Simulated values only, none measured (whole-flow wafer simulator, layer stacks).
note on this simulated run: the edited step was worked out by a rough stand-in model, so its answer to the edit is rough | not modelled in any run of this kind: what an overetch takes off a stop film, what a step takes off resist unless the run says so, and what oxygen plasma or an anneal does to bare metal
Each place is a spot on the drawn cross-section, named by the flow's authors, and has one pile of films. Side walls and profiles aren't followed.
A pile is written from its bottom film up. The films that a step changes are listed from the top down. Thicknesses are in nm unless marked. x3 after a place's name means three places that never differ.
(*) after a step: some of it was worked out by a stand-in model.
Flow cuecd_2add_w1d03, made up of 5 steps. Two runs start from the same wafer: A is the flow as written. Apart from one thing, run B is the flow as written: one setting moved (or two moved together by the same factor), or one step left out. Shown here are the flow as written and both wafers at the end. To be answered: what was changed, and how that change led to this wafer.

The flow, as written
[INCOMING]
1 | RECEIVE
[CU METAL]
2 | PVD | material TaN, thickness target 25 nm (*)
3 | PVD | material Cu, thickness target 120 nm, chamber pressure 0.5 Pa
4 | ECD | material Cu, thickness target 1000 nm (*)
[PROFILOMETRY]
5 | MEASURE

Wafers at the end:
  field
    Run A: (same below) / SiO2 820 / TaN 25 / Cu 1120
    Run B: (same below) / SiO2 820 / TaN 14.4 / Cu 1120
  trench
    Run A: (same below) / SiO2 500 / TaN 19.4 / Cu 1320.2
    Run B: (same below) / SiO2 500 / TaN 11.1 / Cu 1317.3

What caused this: step 2, PVD: thickness target 14.4 nm was run, while the flow as written has thickness target 25 nm.
The wafer itself shows it: field has TaN 14.4, and step 2 as written asks for 25 nm.

Step by step, how the change led to this:
  2 | PVD | material TaN, thickness target 25 nm (*)
      field: A +25 TaN (new film) | B +14.4 TaN (new film)
      trench: A +19.4 TaN (new film) | B +11.1 TaN (new film)
